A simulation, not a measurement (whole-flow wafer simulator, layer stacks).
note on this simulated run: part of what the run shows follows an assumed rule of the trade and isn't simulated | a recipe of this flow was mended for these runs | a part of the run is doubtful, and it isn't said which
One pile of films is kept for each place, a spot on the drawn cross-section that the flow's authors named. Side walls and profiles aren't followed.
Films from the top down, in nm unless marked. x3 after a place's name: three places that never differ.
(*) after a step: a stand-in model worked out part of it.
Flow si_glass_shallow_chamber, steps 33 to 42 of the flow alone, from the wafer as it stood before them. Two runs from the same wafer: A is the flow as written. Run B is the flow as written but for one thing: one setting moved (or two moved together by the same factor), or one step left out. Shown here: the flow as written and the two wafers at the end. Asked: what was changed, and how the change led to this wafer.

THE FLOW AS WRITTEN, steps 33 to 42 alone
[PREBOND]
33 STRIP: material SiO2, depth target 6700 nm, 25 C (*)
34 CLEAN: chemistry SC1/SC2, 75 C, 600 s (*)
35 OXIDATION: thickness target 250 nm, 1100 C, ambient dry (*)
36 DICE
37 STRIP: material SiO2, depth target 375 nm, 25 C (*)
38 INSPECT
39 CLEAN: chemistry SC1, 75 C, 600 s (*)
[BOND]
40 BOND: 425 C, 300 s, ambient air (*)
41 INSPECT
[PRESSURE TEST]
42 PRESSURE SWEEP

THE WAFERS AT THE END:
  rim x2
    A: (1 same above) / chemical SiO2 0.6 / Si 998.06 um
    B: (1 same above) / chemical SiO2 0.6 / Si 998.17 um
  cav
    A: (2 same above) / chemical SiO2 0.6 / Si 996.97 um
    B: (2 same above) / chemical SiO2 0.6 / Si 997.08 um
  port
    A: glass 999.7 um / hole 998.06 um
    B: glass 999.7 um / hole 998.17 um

The cause: step 35, OXIDATION: thickness target 250 nm, 1100 C, ambient dry (*), was left out.

How the change led to this, step by step:
  37 STRIP: material SiO2, depth target 375 nm, 25 C (*)
      rim x2, cav, septum, ring: A SiO2 -250 (all of it) | B chemical SiO2 -0.6 (all of it)
  40 BOND: 425 C, 300 s, ambient air (*)
      port: A glass +999.7 um (new film), hole +1017.3 | B glass +999.7 um (new film), hole +1127
